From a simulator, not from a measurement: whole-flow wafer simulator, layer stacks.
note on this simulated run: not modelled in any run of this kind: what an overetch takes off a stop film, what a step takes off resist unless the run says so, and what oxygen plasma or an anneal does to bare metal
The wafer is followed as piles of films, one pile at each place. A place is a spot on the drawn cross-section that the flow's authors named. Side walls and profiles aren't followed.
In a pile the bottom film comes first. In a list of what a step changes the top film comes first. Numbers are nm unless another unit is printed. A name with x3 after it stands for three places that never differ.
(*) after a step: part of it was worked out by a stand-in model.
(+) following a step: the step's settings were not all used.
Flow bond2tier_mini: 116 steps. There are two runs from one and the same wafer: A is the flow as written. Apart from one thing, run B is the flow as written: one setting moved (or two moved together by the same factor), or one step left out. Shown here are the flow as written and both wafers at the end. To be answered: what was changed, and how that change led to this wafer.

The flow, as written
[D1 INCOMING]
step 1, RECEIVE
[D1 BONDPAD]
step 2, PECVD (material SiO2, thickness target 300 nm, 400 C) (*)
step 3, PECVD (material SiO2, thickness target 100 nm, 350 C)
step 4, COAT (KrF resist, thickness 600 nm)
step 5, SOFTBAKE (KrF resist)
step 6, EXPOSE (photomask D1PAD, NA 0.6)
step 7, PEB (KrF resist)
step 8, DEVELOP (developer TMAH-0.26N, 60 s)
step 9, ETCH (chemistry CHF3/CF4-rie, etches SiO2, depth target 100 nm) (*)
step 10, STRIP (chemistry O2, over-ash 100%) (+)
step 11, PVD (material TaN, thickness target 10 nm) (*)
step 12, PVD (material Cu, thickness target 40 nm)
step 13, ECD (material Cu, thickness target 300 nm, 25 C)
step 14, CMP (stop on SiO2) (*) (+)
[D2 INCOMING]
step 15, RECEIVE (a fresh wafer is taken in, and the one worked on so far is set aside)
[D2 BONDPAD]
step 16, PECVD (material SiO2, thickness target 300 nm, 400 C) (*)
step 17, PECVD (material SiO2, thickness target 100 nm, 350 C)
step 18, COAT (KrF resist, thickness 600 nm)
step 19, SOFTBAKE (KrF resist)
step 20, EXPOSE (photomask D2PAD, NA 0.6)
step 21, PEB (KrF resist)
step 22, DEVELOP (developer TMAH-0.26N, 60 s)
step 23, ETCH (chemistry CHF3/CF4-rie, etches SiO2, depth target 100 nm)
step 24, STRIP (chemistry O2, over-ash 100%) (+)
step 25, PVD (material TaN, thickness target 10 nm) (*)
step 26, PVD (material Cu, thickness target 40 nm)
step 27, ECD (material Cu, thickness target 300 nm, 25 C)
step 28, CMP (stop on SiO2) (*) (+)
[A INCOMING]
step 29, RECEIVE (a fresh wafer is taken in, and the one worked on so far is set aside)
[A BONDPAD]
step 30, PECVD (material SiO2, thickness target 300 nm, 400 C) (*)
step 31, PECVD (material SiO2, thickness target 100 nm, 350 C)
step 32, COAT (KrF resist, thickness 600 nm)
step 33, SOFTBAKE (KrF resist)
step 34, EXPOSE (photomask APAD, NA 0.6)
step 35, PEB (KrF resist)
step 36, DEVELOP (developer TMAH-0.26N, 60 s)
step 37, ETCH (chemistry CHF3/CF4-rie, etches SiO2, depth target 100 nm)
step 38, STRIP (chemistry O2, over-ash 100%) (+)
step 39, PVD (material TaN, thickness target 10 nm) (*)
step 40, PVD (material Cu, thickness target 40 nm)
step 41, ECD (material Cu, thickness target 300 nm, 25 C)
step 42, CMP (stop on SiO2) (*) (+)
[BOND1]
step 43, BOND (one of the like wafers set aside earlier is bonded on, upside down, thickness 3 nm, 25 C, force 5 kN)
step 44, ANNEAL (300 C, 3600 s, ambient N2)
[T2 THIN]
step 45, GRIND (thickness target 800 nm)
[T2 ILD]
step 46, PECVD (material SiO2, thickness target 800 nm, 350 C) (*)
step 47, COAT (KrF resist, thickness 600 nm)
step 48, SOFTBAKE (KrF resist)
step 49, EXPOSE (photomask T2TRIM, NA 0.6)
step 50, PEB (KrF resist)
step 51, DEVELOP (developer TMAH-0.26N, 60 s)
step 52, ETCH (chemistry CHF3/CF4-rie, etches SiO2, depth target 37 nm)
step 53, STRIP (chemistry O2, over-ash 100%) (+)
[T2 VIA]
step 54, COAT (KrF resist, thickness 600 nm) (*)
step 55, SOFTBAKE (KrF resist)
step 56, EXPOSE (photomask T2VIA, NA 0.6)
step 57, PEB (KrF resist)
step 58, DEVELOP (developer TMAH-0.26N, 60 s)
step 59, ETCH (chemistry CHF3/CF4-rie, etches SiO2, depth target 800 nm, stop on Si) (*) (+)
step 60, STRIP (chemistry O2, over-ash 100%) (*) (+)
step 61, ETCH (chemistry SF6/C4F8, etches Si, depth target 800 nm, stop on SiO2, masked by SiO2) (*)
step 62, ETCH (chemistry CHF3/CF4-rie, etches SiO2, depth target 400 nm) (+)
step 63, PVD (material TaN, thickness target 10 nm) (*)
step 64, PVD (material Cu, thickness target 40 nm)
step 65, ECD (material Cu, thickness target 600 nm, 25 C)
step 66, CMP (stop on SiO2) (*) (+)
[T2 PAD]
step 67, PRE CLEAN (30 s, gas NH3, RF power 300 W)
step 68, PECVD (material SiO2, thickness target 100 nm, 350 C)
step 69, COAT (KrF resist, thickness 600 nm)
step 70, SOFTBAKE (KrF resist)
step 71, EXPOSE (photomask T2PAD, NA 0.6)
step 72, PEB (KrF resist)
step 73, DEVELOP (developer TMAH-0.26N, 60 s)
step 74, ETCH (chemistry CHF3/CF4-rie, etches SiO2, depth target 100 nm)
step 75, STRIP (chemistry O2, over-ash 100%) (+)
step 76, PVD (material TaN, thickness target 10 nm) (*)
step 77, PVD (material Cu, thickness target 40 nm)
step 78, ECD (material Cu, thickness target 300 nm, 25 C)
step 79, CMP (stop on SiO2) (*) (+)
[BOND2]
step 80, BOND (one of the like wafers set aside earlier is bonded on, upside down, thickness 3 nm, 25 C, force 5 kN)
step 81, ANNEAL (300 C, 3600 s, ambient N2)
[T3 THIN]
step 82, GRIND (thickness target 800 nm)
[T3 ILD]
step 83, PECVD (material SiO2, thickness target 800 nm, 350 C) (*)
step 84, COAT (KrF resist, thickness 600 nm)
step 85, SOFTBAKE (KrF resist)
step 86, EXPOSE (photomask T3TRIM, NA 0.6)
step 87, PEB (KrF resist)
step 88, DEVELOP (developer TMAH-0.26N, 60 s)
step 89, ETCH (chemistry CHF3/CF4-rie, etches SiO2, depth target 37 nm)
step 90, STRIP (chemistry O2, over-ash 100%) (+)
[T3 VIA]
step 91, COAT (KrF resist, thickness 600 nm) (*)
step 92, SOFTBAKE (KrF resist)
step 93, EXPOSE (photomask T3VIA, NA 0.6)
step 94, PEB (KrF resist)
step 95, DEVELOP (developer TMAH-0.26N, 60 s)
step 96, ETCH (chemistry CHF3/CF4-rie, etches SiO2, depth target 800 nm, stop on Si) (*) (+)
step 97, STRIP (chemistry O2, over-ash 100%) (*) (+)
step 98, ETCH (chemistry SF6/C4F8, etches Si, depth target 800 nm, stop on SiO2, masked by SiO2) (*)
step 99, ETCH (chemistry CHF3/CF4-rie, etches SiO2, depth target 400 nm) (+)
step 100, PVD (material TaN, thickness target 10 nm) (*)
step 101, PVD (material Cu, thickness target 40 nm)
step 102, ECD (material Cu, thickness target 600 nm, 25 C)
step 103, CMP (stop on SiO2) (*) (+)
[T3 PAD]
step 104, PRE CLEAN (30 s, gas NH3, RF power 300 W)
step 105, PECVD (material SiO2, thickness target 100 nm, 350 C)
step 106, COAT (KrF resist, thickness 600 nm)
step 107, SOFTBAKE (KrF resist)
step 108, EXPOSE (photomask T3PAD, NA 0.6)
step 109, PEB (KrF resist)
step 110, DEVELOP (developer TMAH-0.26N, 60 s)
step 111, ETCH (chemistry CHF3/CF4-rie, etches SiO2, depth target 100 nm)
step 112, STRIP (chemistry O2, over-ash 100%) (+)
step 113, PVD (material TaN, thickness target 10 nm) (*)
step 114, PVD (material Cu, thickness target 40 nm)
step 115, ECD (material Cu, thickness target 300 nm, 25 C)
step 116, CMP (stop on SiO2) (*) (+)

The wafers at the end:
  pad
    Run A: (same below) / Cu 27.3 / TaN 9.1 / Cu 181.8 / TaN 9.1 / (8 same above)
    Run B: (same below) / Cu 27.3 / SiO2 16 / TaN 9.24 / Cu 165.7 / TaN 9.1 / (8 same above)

What caused this: step 74, ETCH: depth target 84 nm was run, whereas the flow has depth target 100 nm.

How this came from the change, step by step:
  step 74, ETCH (chemistry CHF3/CF4-rie, etches SiO2, depth target 100 nm)
      pad: A -100 SiO2 (all of it) | B -84 SiO2
      field: A -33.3 KrF resist | B -28 KrF resist
  step 78, ECD (material Cu, thickness target 300 nm, 25 C)
      pad: A +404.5 Cu | B +387.8 Cu
If metal films that touch count as one body, pad has 4 bodies (between them, from the top down: SiO2 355 / Si 800 / chemical SiO2 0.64 / SiO2 300; SiO2 16; SiO2 355 / Si 800 / chemical SiO2 0.64 / SiO2 300); the flow as written gives 3 bodies (between them, from the top down: SiO2 355 / Si 800 / chemical SiO2 0.64 / SiO2 300; SiO2 355 / Si 800 / chemical SiO2 0.64 / SiO2 300).
